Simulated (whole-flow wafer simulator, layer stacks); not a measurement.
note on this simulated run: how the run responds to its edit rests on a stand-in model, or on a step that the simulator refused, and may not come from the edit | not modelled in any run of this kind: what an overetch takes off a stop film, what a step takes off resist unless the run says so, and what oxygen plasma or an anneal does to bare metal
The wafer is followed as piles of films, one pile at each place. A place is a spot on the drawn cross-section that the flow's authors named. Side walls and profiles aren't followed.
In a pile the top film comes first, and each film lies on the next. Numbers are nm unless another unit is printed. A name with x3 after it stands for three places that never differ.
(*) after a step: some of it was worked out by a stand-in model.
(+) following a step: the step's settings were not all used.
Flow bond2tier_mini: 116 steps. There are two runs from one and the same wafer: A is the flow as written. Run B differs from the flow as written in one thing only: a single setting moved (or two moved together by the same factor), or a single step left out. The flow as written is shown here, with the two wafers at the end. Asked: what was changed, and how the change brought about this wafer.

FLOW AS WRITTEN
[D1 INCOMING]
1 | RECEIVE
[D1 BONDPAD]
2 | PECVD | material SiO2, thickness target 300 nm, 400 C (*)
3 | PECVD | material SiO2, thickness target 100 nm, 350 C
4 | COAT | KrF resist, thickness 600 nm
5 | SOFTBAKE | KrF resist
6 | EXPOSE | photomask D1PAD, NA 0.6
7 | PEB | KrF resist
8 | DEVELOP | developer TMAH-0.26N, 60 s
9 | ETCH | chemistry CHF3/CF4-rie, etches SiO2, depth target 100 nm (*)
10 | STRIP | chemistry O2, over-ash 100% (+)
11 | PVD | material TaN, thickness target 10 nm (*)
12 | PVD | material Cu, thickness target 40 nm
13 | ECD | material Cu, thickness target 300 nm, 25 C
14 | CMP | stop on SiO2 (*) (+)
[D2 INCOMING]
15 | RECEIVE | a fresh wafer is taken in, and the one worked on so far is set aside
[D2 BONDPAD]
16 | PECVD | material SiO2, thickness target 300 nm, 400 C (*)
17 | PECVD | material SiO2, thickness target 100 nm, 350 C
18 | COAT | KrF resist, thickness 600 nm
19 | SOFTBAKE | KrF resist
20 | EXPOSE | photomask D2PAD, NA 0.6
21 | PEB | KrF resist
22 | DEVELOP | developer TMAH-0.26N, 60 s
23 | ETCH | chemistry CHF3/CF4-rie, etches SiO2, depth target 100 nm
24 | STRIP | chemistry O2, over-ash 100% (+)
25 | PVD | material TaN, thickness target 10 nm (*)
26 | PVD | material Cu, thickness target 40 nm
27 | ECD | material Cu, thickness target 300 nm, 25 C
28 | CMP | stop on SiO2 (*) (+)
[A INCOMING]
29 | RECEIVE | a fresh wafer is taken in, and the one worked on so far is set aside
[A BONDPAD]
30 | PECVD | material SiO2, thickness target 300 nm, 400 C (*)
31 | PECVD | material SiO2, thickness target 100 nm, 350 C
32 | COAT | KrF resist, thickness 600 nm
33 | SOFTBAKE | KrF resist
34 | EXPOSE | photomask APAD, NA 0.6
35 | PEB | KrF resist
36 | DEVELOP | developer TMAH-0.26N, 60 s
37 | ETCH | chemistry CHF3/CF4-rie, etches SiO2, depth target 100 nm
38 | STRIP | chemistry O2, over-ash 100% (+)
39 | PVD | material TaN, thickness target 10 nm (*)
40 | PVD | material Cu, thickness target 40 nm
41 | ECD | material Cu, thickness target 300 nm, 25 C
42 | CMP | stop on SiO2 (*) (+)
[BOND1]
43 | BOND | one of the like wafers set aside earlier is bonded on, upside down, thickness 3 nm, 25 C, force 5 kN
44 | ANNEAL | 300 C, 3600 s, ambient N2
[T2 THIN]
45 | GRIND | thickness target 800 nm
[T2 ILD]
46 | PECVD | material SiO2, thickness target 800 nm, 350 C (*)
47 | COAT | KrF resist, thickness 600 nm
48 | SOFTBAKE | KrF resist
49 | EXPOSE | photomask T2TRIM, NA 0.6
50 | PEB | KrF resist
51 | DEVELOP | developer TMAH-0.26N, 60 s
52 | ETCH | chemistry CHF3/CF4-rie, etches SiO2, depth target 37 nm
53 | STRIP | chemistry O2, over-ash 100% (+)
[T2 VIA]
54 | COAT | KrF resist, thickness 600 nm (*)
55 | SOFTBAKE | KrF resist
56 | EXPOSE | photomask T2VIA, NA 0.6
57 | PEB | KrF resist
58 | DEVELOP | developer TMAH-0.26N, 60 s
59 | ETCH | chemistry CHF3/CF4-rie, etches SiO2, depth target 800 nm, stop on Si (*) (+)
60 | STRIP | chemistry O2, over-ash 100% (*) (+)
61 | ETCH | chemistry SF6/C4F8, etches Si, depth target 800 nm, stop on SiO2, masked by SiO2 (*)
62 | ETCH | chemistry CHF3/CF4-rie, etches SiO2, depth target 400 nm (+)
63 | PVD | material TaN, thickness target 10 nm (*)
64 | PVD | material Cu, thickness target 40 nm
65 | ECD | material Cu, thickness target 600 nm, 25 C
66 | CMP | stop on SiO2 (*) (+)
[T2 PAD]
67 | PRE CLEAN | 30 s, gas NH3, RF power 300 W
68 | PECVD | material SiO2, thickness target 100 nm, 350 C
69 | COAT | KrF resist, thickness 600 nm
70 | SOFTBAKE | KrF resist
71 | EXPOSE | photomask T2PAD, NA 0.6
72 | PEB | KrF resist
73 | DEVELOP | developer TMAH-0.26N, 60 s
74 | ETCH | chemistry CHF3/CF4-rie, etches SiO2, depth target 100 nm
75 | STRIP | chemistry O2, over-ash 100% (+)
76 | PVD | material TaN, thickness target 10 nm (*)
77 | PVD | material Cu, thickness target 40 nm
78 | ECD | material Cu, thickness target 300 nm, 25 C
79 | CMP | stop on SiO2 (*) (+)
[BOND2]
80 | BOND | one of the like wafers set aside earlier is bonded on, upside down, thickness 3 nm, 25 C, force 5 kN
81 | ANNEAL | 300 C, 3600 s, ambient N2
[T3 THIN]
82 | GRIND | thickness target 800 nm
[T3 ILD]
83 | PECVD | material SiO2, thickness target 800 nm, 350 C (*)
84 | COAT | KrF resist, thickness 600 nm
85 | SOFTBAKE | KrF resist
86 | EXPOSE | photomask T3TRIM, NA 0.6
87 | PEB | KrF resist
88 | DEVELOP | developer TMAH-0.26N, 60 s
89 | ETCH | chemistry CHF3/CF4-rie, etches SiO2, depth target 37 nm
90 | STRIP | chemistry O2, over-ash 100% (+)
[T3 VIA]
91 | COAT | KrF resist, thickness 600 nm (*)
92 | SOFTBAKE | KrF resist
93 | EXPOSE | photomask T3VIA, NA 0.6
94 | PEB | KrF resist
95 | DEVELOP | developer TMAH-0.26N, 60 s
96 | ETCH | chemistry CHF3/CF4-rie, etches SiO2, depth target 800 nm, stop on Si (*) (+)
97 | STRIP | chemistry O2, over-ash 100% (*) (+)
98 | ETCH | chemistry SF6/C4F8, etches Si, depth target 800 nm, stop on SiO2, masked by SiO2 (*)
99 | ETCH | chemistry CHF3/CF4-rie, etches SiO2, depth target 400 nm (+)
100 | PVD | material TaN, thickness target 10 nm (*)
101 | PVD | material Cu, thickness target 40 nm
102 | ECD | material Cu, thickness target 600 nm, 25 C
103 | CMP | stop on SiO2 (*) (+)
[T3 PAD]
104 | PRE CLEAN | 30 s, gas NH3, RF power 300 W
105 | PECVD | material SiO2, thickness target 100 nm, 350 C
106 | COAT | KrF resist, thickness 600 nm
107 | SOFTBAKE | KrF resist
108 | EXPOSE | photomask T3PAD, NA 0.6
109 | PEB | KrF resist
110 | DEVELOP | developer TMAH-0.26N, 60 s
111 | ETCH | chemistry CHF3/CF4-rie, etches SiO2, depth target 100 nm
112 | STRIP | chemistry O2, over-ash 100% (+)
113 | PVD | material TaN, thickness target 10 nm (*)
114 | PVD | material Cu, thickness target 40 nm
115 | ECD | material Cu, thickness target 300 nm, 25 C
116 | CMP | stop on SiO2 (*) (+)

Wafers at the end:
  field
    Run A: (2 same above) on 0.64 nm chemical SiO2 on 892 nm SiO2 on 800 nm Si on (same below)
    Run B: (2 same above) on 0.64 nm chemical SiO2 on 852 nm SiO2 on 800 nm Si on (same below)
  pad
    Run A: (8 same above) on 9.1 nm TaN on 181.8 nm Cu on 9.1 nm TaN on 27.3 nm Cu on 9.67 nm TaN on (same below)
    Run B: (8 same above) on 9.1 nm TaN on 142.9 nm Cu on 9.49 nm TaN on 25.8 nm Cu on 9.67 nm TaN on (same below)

Cause: step 68, PECVD: thickness target 60 nm was run, while the flow as written has thickness target 100 nm.

The path from the change to this, step by step:
  68 | PECVD | material SiO2, thickness target 100 nm, 350 C
      field: A +100 SiO2 | B +60 SiO2
      pad: A +100 SiO2 (new film) | B +60 SiO2 (new film)
  74 | ETCH | chemistry CHF3/CF4-rie, etches SiO2, depth target 100 nm
      pad: A -100 SiO2 (all of it) | B -60 SiO2 (all of it), -1.5 Cu
      field: A -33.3 KrF resist | B -30 KrF resist
  77 | PVD | material Cu, thickness target 40 nm
      pad: A +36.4 Cu (new film) | B +37.8 Cu (new film)
  78 | ECD | material Cu, thickness target 300 nm, 25 C
      pad: A +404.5 Cu | B +364.2 Cu
